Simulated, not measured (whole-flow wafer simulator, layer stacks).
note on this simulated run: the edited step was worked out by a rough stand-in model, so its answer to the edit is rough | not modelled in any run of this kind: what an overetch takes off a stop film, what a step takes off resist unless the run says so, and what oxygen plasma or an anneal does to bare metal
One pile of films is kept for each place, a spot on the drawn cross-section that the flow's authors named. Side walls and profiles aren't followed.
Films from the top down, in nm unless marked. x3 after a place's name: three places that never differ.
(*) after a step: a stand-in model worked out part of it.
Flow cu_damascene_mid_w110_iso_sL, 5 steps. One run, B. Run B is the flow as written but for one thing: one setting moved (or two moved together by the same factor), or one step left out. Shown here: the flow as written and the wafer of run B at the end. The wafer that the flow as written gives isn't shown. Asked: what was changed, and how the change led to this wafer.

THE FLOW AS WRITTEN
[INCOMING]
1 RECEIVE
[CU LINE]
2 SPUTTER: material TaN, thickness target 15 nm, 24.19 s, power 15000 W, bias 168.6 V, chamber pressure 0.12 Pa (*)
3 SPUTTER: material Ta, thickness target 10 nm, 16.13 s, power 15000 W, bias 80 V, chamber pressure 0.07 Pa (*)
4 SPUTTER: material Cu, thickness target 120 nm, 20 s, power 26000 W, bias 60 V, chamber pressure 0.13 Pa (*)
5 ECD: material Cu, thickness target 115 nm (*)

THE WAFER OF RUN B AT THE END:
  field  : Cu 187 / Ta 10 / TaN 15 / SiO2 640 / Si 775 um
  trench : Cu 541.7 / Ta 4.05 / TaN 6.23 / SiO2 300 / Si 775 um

The cause: step 4, SPUTTER: 12 s was run, where the flow has 20 s.

How the change led to this, step by step:
  4 SPUTTER: material Cu, thickness target 120 nm, 20 s, power 26000 W, bias 60 V, chamber pressure 0.13 Pa (*)
      field: Cu +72 (new film) (as written it would be: Cu +120 (new film))
      trench: Cu +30 (new film) (as written it would be: Cu +49.9 (new film))
  5 ECD: material Cu, thickness target 115 nm (*)
      trench: Cu +511.8 (as written it would be: Cu +539.8)
